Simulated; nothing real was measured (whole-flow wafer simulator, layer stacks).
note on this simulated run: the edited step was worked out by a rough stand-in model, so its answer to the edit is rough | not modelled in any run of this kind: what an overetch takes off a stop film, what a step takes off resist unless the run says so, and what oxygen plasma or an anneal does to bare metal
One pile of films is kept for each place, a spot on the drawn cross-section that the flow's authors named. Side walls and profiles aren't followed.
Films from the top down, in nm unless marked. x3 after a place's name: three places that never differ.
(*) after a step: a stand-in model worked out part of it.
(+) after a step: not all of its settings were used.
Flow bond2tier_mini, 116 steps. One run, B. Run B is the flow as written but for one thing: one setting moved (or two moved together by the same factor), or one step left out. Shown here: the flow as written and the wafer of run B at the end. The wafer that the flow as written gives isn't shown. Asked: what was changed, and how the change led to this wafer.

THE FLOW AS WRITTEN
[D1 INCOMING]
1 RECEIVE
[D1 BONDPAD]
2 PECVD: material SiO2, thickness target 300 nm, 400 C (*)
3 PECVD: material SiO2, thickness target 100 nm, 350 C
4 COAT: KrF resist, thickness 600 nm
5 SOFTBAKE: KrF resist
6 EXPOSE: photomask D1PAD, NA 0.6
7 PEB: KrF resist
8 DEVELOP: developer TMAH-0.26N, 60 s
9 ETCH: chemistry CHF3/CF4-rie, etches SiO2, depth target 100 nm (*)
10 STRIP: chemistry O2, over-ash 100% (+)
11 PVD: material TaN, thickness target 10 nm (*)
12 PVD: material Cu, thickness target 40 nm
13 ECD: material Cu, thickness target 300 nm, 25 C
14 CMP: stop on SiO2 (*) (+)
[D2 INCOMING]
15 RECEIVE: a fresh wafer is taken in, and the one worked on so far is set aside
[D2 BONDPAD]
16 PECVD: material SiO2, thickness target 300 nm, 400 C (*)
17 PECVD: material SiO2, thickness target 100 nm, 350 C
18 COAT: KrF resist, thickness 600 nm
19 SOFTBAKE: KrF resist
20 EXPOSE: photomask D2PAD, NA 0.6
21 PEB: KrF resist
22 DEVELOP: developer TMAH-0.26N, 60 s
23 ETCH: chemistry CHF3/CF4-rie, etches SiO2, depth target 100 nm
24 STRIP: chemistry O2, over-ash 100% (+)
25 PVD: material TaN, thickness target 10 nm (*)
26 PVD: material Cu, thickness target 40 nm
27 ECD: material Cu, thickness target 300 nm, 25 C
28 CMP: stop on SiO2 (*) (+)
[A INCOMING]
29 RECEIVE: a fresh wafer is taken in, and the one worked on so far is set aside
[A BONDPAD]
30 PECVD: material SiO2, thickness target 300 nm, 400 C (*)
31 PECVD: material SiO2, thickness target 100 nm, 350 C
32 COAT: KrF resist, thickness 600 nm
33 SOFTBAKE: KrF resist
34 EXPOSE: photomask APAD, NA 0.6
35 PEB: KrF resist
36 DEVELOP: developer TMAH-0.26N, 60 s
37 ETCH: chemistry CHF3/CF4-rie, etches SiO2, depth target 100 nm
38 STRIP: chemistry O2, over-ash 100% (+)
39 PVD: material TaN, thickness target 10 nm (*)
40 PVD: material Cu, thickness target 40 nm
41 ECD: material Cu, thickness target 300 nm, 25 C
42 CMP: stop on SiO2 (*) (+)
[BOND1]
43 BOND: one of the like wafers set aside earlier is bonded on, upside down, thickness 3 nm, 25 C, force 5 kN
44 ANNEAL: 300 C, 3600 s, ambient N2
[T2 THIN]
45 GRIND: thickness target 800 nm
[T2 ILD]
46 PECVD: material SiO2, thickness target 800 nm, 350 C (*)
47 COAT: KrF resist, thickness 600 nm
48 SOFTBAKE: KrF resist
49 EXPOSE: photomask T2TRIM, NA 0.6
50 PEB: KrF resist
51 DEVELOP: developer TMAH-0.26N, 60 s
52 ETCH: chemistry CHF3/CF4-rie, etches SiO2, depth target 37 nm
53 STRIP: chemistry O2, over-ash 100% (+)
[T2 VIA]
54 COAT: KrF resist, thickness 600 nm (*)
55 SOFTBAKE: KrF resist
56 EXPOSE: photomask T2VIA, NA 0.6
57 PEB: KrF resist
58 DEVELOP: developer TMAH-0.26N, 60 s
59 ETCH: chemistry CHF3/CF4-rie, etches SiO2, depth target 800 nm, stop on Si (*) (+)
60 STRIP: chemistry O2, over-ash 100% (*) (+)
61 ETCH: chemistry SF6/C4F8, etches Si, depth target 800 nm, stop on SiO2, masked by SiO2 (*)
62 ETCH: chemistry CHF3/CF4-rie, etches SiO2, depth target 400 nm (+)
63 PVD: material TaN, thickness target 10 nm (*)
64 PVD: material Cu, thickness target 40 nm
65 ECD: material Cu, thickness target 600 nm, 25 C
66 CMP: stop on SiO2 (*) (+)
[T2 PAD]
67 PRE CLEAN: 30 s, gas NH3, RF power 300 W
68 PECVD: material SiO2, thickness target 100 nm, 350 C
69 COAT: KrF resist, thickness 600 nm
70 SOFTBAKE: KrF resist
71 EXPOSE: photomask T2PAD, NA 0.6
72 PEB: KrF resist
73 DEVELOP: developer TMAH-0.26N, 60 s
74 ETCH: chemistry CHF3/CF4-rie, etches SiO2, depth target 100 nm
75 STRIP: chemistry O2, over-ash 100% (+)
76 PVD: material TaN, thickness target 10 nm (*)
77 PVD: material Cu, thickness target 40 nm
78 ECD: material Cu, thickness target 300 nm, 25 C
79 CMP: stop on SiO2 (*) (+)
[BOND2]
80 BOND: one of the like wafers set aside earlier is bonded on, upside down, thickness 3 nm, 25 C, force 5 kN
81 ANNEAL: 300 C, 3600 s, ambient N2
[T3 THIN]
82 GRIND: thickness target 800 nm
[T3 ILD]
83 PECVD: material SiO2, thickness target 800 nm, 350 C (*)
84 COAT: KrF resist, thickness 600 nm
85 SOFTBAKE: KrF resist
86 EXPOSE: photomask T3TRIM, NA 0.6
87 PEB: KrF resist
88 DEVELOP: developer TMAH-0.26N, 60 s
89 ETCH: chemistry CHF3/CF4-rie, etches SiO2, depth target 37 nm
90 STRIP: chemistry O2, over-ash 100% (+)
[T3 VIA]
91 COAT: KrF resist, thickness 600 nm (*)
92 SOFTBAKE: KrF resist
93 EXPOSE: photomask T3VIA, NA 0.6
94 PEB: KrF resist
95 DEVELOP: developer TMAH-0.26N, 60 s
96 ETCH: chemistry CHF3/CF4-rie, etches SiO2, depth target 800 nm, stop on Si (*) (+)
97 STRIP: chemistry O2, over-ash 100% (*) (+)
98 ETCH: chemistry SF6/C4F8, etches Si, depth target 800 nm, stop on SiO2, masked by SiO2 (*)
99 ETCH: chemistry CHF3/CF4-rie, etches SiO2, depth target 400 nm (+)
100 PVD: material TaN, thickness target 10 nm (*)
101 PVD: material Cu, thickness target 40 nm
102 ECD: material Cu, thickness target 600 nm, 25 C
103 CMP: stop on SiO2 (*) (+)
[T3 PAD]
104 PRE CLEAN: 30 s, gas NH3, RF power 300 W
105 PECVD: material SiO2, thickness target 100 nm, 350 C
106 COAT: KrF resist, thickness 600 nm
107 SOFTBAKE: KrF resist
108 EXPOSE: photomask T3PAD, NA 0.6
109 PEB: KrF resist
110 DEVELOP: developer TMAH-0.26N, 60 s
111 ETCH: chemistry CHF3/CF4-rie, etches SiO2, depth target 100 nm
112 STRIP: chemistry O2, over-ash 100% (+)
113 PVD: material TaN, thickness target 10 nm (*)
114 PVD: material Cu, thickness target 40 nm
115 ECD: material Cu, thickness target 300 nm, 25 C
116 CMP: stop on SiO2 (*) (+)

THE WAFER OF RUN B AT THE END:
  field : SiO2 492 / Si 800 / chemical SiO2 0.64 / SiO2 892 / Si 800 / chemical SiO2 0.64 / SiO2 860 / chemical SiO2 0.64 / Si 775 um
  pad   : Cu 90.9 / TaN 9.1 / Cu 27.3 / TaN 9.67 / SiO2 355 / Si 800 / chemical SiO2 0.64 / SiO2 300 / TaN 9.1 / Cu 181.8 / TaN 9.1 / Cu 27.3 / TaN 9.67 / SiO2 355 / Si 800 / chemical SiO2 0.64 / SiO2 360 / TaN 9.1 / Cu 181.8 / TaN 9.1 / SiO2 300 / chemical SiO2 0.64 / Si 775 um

The cause: step 2, PECVD: thickness target 360 nm was run, where the flow has thickness target 300 nm.
It can be read off the wafer: pad has SiO2 360, and step 2 as written asks for 300 nm.

How the change led to this, step by step:
  2 PECVD: material SiO2, thickness target 300 nm, 400 C (*)
      field, pad, via: SiO2 +360 (new film) (as written it would be: SiO2 +300 (new film))
  43 BOND: one of the like wafers set aside earlier is bonded on, upside down, thickness 3 nm, 25 C, force 5 kN
      field: Si +775 um (new film), chemical SiO2 +0.64 (new film), SiO2 +460 (as written it would be: Si +775 um (new film), chemical SiO2 +0.64 (new film), SiO2 +400)
      pad: Si +775 um (new film), chemical SiO2 +0.64 (new film), SiO2 +360 (new film), TaN +9.1 (new film), Cu +90.9 (as written it would be: Si +775 um (new film), chemical SiO2 +0.64 (new film), SiO2 +300 (new film), TaN +9.1 (new film), Cu +90.9)
      (and at 1 more place)
